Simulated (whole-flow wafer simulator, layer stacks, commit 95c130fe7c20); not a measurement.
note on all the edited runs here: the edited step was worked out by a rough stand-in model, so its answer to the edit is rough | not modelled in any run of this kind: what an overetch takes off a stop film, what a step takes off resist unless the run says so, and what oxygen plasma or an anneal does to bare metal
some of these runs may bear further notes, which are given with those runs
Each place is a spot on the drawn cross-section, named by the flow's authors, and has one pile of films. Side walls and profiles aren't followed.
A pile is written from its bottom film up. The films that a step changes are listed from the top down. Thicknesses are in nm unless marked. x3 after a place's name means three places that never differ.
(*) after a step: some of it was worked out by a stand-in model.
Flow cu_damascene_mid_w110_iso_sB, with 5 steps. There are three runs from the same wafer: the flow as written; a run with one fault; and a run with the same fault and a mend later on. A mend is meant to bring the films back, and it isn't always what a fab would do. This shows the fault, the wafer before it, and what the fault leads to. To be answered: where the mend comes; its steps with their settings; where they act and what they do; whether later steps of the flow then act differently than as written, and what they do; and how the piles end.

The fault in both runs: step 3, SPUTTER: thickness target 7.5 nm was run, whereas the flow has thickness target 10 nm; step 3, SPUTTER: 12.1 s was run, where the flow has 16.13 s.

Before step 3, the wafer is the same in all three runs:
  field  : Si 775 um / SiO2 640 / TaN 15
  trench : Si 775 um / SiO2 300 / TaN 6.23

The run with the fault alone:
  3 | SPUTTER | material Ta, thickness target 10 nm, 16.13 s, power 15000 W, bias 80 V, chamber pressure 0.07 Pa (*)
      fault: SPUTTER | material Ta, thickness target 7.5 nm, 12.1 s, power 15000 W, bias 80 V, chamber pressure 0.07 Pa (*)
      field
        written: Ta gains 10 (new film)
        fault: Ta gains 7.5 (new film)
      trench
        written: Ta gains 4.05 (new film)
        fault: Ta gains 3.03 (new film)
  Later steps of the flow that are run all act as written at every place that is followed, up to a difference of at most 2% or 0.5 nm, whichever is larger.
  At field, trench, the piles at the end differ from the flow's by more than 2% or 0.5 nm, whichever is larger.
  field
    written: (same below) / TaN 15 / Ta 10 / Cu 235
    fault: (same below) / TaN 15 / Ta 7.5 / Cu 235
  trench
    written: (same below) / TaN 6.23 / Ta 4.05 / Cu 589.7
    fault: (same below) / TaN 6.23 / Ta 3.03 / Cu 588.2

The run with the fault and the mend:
  The mend follows step 3.
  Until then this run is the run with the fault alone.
  3a | SPUTTER | material Ta, thickness target 2.5 nm, 4.032 s, power 15000 W, bias 80 V, chamber pressure 0.07 Pa (*) (the flow's step 3, run once more with other settings)
      field
        Ta gains 2.5
      trench
        Ta gains 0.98
  Later steps of the flow that are run all act as written at every place that is followed.
  The piles end only slightly different from the flow's at the places that both follow, by no more than 2% or 0.5 nm, whichever is larger.
